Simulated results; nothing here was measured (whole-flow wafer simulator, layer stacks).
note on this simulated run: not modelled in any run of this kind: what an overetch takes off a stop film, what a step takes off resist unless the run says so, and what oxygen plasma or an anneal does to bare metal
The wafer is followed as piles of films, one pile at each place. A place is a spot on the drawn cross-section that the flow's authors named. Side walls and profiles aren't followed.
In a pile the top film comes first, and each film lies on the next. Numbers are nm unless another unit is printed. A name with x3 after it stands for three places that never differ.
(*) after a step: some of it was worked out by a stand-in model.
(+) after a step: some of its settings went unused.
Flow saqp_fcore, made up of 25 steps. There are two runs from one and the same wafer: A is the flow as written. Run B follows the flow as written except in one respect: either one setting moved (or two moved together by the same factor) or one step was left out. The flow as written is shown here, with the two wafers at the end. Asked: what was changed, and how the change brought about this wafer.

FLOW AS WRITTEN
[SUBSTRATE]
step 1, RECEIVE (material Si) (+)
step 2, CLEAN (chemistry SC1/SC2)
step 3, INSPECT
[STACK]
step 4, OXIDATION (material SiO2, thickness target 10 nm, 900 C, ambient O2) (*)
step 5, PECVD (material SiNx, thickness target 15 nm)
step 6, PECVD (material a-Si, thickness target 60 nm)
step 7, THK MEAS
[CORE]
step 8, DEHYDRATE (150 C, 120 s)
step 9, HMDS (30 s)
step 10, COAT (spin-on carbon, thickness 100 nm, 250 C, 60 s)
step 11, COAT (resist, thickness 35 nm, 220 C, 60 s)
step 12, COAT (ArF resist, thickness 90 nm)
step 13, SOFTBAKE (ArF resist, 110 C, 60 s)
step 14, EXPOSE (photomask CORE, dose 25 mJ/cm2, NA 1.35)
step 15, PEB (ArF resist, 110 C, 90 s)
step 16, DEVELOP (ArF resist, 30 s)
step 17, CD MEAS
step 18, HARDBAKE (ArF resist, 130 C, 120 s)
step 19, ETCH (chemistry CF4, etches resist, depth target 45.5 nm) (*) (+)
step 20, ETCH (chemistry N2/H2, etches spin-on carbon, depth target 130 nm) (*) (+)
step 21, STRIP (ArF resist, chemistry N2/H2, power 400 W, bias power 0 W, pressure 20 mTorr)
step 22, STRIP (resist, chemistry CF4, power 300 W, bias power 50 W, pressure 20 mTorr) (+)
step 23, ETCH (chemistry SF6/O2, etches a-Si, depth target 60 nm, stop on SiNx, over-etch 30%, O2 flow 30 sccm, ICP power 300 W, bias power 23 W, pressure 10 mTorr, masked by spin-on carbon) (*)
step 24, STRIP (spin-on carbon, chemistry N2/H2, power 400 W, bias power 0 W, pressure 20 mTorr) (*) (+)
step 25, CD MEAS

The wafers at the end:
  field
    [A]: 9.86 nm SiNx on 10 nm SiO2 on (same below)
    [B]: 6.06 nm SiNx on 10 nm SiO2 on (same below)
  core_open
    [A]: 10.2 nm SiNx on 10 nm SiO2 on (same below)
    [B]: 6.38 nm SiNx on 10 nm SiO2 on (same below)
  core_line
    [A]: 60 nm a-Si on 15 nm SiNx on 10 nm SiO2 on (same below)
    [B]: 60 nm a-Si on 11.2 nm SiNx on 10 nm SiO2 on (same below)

What caused this: step 5, PECVD: thickness target 11.2 nm was run, while the flow as written has thickness target 15 nm.
One can read it off the wafer: core_line has SiNx 11.2, and step 5 as written asks for 15 nm.

How this came from the change, step by step:
  step 5, PECVD (material SiNx, thickness target 15 nm)
      field, core_open, core_line: A +15 SiNx (new film) | B +11.2 SiNx (new film)
